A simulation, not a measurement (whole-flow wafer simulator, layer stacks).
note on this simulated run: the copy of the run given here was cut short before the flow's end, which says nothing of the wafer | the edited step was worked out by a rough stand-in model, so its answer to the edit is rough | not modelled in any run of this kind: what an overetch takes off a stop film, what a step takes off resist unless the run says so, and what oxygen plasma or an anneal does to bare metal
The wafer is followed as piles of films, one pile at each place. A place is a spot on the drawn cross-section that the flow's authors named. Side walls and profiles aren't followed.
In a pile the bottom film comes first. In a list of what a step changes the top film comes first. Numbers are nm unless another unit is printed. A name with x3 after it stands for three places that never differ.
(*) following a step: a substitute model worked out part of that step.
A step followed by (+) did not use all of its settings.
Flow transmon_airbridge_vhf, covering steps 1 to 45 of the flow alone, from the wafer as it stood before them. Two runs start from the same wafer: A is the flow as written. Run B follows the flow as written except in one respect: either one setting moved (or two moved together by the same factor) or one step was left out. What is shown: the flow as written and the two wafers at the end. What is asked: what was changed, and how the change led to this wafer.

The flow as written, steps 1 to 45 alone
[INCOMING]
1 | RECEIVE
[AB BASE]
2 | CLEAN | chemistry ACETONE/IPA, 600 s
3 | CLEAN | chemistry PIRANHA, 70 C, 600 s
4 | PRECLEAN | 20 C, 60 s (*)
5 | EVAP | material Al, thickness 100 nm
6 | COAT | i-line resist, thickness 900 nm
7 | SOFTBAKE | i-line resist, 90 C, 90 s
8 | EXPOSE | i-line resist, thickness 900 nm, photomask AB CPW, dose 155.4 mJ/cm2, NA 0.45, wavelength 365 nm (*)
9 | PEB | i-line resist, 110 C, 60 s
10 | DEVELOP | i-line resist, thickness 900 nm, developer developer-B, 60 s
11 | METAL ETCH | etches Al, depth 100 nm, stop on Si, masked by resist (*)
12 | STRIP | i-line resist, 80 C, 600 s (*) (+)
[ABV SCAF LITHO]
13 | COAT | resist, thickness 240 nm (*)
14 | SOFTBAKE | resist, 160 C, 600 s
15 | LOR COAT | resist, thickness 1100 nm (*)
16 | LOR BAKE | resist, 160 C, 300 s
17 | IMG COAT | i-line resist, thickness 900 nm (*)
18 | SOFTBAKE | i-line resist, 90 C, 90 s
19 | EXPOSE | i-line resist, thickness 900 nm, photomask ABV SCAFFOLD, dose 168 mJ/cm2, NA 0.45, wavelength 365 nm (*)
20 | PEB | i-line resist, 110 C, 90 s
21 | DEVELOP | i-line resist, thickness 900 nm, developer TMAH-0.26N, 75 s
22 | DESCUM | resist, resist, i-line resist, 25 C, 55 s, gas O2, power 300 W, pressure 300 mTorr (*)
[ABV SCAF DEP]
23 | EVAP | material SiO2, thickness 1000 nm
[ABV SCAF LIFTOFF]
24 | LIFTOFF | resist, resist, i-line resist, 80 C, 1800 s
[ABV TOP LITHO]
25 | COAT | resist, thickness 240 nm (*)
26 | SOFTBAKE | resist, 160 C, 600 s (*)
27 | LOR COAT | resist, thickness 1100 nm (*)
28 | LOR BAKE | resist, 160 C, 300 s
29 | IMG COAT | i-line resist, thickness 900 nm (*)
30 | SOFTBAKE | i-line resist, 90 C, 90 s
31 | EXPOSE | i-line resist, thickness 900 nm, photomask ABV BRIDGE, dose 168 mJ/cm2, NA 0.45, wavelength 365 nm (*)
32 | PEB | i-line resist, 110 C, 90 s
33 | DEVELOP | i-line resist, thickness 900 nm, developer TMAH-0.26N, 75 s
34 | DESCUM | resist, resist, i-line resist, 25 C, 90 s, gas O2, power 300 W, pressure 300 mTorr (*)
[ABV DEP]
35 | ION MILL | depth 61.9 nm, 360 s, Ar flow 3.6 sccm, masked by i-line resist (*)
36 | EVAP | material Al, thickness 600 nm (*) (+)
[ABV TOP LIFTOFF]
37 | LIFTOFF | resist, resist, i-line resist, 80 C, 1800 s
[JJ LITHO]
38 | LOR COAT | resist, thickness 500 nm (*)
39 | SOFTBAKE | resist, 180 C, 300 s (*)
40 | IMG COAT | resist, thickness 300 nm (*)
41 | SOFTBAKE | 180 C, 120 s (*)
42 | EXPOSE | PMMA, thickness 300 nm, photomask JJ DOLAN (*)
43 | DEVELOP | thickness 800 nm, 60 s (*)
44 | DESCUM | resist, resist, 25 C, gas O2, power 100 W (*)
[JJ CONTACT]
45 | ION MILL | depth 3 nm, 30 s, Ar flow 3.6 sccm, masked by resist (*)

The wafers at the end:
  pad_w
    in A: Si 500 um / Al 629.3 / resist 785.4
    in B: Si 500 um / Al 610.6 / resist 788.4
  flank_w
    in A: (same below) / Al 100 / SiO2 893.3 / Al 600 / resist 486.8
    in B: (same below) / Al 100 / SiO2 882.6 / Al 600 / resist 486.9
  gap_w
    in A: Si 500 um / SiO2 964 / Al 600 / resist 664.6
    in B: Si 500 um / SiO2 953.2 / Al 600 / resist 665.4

Cause: step 35, ION MILL: 468 s was run, though the flow has 360 s.

The path from the change to this, step by step:
  35 | ION MILL | depth 61.9 nm, 360 s, Ar flow 3.6 sccm, masked by i-line resist (*)
      field x3, jj_line, ground_far, trace_open_s x2, margin_s, margin_n: A -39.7 i-line resist | B -51.7 i-line resist
      flank_w, gap_w, cpw_trace, gap_e, flank_e, bridge_strip: A -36 SiO2 | B -46.8 SiO2
      (and at 2 other places as well)
  37 | LIFTOFF | resist, resist, i-line resist, 80 C, 1800 s
      margin_s: A -600 Al (all of it), -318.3 i-line resist (all of it), -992 resist (all of it) | B -600 Al (all of it), -306.3 i-line resist (all of it), -992 resist (all of it)
      margin_n: A -600 Al (all of it), -318.3 i-line resist (all of it), -992 resist (all of it) | B -600 Al (all of it), -306.4 i-line resist (all of it), -992 resist (all of it)
